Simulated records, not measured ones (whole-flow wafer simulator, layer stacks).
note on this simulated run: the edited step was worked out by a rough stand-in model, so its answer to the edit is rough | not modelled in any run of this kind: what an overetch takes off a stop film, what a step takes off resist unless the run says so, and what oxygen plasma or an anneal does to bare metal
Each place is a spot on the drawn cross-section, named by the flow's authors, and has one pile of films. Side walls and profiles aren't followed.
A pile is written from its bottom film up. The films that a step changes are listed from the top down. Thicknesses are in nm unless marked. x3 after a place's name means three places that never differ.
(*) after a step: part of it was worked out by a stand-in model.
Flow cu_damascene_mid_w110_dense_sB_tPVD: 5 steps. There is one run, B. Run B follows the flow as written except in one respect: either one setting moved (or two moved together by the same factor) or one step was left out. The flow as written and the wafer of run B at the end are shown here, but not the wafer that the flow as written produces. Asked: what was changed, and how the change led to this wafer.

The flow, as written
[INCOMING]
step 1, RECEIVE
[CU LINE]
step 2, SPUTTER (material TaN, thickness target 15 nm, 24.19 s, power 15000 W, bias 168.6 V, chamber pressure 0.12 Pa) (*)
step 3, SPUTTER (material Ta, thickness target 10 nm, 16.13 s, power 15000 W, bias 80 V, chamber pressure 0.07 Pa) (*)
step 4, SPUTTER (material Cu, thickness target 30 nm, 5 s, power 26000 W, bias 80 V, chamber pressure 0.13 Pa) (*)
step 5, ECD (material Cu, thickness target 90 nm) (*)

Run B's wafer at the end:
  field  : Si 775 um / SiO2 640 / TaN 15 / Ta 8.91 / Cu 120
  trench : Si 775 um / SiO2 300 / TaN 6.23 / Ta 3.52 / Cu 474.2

What caused this: step 3, SPUTTER: power 13360 W was run, while the flow as written has power 15000 W.

The path from the change to this, step by step:
  step 3, SPUTTER (material Ta, thickness target 10 nm, 16.13 s, power 15000 W, bias 80 V, chamber pressure 0.07 Pa) (*)
      field: Ta gains 8.91 (new film) (it would be, as written: Ta gains 10 (new film))
      trench: Ta gains 3.52 (new film) (it would be, as written: Ta gains 4.05 (new film))
